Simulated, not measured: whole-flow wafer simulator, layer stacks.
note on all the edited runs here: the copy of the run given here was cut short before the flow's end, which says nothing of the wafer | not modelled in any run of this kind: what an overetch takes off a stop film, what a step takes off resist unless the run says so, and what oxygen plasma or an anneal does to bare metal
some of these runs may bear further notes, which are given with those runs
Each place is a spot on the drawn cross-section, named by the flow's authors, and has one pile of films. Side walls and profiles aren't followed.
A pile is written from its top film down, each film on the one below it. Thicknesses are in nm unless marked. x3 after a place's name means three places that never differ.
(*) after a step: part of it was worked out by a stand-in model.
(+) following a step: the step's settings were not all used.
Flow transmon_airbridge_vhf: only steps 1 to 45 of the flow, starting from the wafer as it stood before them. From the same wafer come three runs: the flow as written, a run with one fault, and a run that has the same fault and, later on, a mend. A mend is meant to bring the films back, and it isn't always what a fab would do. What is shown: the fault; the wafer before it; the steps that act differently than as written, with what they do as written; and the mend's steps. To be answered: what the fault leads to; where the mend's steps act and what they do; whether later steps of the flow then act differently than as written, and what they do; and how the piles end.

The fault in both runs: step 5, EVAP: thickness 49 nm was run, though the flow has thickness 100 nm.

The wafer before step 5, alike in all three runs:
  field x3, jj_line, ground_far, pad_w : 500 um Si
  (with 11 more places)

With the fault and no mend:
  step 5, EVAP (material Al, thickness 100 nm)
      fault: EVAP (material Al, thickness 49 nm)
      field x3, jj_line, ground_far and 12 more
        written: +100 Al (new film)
        fault: +49 Al (new film)
  Steps further on in the flow that do not act as written (14 more steps, not shown, differ only slightly: by at most 2% or 0.5 nm, whichever is larger):
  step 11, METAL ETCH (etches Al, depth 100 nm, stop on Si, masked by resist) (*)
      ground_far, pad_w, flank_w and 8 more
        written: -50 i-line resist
        fault: -36.8 i-line resist
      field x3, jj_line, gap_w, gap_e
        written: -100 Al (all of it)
        fault: -49 Al (all of it)
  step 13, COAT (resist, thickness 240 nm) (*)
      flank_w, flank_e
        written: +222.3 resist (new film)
        fault: +230.8 resist (new film)
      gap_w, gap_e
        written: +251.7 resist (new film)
        fault: +246 resist (new film)
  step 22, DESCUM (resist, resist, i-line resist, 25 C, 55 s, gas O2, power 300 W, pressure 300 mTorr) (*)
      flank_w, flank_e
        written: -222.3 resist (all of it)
        fault: -230.8 resist (all of it)
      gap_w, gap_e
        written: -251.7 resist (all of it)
        fault: -246 resist (all of it)
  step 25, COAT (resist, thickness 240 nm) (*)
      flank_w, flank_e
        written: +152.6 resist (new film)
        fault: +158.8 resist (new film)
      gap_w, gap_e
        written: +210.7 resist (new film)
        fault: +205.2 resist (new film)
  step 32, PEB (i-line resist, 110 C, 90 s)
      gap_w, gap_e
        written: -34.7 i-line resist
        fault: -34 i-line resist
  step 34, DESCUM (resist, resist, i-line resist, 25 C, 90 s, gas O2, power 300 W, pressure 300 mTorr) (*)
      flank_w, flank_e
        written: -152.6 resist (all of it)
        fault: -158.8 resist (all of it)
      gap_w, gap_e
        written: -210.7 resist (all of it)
        fault: -205.2 resist (all of it)
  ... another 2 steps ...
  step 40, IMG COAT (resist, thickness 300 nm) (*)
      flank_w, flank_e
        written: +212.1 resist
        fault: +219.5 resist
  The piles end different from the flow's at ground_far, pad_w, flank_w and 10 more by more than 2% or 0.5 nm, whichever is larger.
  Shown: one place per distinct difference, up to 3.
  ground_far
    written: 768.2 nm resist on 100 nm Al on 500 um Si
    fault: 768.2 nm resist on 49 nm Al on 500 um Si
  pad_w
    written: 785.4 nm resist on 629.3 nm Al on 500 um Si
    fault: 786.1 nm resist on 591.3 nm Al on 499.99 um Si
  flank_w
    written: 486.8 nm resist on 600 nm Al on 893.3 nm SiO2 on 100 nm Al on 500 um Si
    fault: 496.2 nm resist on 600 nm Al on 893 nm SiO2 on 49 nm Al on 500 um Si

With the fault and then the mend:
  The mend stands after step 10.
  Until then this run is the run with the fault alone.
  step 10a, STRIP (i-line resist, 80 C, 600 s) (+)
      ground_far, pad_w, flank_w and 8 more
        -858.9 i-line resist (all of it)
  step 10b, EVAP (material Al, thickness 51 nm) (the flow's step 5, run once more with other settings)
      field x3, jj_line, ground_far and 12 more
        +51 Al
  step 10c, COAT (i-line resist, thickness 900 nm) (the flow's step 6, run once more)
      field x3, jj_line, ground_far and 12 more
        +900 i-line resist (new film)
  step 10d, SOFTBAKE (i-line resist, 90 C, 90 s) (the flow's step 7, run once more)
      alters no film at any place that is followed
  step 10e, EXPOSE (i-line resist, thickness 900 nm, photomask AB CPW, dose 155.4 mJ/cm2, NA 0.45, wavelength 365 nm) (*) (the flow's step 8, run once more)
      alters no film at any place that is followed
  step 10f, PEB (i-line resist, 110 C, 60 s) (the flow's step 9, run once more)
      field x3, jj_line, ground_far and 12 more
        -41 i-line resist
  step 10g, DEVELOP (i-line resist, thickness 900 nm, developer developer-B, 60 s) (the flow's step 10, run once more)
      ground_far, pad_w, flank_w and 8 more
        -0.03 i-line resist
      field x3, jj_line, gap_w, gap_e
        -859 i-line resist (all of it)
  Every later step of the flow that is run acts as written at every place that is followed.
  At every place that both follow, the piles at the end match the flow's.
